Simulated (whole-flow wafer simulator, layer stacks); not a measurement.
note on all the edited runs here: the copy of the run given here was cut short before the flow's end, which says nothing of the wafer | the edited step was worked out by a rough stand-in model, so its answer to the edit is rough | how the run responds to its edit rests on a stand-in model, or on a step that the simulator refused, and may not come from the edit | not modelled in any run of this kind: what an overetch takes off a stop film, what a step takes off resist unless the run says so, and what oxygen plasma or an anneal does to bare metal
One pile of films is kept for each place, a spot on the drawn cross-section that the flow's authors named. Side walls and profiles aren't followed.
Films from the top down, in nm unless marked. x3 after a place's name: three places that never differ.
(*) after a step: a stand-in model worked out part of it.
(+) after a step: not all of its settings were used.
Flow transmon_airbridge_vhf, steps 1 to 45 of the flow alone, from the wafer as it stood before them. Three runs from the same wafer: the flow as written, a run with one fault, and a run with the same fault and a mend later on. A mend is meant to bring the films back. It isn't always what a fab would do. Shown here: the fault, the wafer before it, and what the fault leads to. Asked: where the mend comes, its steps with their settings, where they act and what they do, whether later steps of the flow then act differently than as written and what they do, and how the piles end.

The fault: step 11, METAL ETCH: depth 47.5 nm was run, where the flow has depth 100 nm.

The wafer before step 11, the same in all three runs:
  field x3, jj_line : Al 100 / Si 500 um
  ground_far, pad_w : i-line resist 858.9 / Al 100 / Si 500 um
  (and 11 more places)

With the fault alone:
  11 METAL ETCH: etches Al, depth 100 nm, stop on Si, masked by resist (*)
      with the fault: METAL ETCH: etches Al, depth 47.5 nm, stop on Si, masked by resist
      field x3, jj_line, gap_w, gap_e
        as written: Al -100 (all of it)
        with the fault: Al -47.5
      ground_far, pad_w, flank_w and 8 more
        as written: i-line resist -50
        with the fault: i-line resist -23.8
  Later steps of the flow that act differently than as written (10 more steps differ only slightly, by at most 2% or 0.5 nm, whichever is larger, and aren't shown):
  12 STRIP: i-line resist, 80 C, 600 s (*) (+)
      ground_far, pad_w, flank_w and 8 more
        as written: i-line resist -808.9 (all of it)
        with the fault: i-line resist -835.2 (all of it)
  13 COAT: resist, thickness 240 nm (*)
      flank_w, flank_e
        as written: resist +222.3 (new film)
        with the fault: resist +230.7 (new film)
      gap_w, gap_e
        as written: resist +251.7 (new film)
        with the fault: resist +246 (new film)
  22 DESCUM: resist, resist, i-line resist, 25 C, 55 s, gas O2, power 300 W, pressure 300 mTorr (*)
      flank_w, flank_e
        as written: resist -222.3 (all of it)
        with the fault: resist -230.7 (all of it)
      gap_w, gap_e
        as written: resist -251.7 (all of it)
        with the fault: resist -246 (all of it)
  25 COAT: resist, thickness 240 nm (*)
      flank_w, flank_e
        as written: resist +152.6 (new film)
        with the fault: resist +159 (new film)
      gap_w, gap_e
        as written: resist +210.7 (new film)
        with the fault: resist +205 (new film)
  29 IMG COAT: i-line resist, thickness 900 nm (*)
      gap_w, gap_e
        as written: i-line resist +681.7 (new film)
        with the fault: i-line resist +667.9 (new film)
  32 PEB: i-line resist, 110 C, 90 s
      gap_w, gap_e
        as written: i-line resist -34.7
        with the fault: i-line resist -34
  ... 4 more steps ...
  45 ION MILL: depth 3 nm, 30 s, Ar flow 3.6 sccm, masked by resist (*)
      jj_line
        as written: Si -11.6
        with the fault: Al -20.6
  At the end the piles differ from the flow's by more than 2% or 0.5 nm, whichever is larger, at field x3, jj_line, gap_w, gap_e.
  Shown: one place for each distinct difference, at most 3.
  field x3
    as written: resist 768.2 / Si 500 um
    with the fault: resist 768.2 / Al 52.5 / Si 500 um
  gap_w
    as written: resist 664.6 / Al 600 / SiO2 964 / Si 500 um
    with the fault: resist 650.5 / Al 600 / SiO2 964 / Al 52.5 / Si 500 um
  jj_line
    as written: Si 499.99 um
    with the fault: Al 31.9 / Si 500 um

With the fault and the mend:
  The mend comes after step 12.
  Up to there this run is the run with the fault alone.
  12a COAT: i-line resist, thickness 900 nm (*) (the flow's step 6 once more)
      field x3, jj_line, trace_open_s x2, margin_s, bridge_strip, margin_n
        i-line resist +900 (new film)
      pad_w, pad_e
        i-line resist +894.2 (new film)
      flank_w, flank_e
        i-line resist +888.9 (new film)
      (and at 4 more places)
  12b SOFTBAKE: i-line resist, 90 C, 90 s (the flow's step 7 once more)
      flank_w, flank_e
        i-line resist -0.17
      gap_w, gap_e
        i-line resist +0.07
  12c EXPOSE: i-line resist, thickness 900 nm, photomask AB CPW, dose 155.4 mJ/cm2, NA 0.45, wavelength 365 nm (*) (the flow's step 8 once more)
      changes no film at any place that is followed
  12d PEB: i-line resist, 110 C, 60 s (the flow's step 9 once more)
      field x3, jj_line, trace_open_s x2, margin_s, bridge_strip, margin_n
        i-line resist -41
      pad_w, pad_e
        i-line resist -40.8
      flank_w, flank_e
        i-line resist -40.5
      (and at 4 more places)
  12e DEVELOP: i-line resist, thickness 900 nm, developer developer-B, 60 s (the flow's step 10 once more)
      ground_far, trace_open_s x2, margin_s, bridge_strip, margin_n
        i-line resist -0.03
      field x3, jj_line
        i-line resist -859 (all of it)
      gap_w, gap_e
        i-line resist -883.7 (all of it)
  12f METAL ETCH: etches Al, depth 52.5 nm, stop on Si, masked by resist (*) (the flow's step 11 once more, with other settings)
      ground_far, pad_w, flank_w and 8 more
        i-line resist -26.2
      field x3, jj_line, gap_w, gap_e
        Al -52.5 (all of it)
  12g STRIP: i-line resist, 80 C, 600 s (*) (+) (the flow's step 12 once more)
      trace_open_s x2, margin_s, bridge_strip, margin_n
        i-line resist -832.7 (all of it)
      pad_w, pad_e
        i-line resist -827.1 (all of it)
      flank_w, flank_e
        i-line resist -821.9 (all of it)
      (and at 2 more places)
  No later step of the flow acts differently than as written at any place that is followed.
  At the end the piles are the same as the flow's at every place that both follow.
